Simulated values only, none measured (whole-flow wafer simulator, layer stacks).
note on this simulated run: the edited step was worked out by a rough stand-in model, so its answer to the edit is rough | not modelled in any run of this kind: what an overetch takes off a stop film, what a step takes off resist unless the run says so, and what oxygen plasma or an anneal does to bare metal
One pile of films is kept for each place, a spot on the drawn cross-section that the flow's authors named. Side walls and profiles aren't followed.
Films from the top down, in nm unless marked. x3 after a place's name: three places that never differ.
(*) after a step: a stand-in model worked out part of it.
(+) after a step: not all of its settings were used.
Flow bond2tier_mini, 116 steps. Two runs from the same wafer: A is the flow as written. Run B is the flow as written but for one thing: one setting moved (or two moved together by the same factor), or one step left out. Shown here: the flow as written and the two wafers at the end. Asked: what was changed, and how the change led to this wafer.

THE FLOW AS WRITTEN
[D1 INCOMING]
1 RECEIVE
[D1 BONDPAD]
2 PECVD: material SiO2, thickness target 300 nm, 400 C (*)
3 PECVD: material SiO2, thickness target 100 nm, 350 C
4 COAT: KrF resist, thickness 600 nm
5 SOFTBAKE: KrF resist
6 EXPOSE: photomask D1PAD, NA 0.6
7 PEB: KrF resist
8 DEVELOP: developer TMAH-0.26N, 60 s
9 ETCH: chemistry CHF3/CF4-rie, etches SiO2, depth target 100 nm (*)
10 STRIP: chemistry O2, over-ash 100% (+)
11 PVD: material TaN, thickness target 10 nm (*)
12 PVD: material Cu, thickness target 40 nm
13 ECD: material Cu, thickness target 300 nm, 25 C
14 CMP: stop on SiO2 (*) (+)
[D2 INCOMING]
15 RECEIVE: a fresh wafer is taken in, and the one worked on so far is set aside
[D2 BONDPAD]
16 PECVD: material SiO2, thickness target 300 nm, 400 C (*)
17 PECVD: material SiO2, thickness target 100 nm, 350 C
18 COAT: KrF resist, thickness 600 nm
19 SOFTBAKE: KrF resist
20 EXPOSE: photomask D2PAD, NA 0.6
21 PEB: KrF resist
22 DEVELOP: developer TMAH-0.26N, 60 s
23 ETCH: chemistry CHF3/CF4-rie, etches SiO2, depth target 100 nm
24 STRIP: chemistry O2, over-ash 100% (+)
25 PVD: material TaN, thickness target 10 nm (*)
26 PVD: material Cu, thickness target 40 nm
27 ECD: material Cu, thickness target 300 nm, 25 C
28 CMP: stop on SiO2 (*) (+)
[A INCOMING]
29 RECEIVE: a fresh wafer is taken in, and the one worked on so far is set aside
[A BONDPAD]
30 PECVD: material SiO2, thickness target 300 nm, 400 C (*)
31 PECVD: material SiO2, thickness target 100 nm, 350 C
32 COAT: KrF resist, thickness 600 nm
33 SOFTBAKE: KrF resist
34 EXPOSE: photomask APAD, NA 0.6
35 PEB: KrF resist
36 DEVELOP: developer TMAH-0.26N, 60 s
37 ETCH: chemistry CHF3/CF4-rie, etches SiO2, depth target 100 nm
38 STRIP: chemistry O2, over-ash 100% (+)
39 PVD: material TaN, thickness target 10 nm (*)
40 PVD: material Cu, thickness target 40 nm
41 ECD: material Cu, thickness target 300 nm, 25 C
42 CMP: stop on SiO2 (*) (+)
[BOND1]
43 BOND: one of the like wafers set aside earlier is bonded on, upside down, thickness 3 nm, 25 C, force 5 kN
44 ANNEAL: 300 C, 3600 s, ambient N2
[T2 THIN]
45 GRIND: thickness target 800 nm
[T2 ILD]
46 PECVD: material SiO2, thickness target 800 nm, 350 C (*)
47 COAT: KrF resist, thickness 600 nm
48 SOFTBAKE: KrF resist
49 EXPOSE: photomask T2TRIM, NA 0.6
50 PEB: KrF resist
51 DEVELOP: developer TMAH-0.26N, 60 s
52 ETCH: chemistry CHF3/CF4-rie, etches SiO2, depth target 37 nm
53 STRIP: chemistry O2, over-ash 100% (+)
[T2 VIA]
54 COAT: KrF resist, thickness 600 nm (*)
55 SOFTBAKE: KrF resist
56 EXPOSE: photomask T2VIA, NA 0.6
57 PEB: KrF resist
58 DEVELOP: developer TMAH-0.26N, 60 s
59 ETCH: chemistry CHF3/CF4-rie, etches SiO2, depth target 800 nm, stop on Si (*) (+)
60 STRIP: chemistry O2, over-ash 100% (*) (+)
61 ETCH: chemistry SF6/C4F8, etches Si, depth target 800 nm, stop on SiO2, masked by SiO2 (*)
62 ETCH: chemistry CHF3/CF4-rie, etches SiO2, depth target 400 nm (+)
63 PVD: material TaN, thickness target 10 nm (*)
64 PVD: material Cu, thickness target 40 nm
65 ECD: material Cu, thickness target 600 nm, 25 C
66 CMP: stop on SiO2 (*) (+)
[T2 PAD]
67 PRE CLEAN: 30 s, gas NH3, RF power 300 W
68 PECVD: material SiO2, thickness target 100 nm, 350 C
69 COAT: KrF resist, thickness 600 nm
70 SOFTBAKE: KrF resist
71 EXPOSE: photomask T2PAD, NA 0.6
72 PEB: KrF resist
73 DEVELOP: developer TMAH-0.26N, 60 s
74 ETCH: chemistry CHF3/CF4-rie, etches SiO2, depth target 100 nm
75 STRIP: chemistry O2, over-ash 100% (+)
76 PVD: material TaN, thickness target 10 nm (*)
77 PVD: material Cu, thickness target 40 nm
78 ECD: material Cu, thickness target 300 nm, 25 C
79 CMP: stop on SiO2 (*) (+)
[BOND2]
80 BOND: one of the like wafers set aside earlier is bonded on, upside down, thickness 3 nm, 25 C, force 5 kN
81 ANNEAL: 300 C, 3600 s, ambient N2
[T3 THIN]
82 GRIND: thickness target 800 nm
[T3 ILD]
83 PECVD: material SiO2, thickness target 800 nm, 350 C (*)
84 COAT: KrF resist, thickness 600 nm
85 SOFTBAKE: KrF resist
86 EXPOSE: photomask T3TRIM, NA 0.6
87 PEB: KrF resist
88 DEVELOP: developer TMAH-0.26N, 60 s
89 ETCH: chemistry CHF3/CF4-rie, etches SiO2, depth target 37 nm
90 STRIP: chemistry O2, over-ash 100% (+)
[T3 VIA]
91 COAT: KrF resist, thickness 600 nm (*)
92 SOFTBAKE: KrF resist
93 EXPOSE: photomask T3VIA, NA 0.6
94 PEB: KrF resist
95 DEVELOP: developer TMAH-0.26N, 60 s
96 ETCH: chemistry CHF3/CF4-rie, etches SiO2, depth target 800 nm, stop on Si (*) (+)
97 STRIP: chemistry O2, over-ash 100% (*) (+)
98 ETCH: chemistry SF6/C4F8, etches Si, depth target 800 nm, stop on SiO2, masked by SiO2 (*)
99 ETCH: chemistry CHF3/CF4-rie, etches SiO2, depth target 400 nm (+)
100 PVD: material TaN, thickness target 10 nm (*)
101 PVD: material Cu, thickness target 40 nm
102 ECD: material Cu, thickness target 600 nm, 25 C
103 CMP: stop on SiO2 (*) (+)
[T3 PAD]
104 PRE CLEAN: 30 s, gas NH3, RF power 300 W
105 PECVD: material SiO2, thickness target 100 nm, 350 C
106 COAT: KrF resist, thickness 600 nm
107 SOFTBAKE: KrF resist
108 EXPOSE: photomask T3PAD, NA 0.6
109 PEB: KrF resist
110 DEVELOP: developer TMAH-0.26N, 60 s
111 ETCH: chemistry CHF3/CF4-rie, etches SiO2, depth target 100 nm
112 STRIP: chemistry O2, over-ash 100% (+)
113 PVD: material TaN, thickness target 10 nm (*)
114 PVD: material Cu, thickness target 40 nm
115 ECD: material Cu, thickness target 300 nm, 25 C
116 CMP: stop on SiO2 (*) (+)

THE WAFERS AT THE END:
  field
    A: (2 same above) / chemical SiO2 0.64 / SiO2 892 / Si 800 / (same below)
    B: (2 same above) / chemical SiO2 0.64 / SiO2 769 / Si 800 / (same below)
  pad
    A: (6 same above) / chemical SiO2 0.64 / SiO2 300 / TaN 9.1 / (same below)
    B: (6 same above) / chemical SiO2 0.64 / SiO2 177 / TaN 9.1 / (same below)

The cause: step 16, PECVD: thickness target 177 nm was run, where the flow has thickness target 300 nm.
It can be read off the wafer: pad has SiO2 177, and step 16 as written asks for 300 nm.

How the change led to this, step by step:
  16 PECVD: material SiO2, thickness target 300 nm, 400 C (*)
      field, pad, via: A SiO2 +300 (new film) | B SiO2 +177 (new film)
  80 BOND: one of the like wafers set aside earlier is bonded on, upside down, thickness 3 nm, 25 C, force 5 kN
      field: A Si +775 um (new film), chemical SiO2 +0.64 (new film), SiO2 +400 | B Si +775 um (new film), chemical SiO2 +0.64 (new film), SiO2 +277
      pad: A Si +775 um (new film), chemical SiO2 +0.64 (new film), SiO2 +300 (new film), TaN +9.1 (new film), Cu +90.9 | B Si +775 um (new film), chemical SiO2 +0.64 (new film), SiO2 +177 (new film), TaN +9.1 (new film), Cu +90.9
